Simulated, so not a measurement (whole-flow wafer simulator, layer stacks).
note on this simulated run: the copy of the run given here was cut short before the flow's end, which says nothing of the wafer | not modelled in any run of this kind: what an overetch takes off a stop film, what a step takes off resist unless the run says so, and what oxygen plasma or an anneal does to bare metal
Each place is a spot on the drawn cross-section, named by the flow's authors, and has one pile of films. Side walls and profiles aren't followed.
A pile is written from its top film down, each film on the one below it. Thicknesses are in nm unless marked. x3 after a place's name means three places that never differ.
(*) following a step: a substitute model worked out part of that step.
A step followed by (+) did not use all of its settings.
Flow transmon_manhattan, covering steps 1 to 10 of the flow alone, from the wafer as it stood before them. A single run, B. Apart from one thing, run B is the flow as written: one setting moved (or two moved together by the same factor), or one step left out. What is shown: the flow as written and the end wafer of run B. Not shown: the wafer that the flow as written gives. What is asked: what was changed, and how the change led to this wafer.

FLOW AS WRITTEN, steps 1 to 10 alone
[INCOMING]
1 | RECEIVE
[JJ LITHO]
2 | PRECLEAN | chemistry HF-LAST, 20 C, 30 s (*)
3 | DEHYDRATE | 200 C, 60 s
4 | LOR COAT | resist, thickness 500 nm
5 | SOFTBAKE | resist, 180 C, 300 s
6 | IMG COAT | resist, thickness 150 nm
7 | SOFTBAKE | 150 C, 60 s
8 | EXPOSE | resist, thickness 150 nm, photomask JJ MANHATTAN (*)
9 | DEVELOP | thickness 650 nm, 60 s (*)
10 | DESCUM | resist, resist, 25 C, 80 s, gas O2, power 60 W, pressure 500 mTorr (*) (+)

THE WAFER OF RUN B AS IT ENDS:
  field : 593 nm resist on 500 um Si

Cause: step 6, IMG COAT: thickness 105 nm was run, whereas the flow has thickness 150 nm.

How this came from the change, step by step:
  6 | IMG COAT | resist, thickness 150 nm
      field, chan_a x2: resist gains 105 (in the flow as written it would be: resist gains 150)
  9 | DEVELOP | thickness 650 nm, 60 s (*)
      chan_a x2: resist loses 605 (all of it) (in the flow as written it would be: resist loses 650 (all of it))
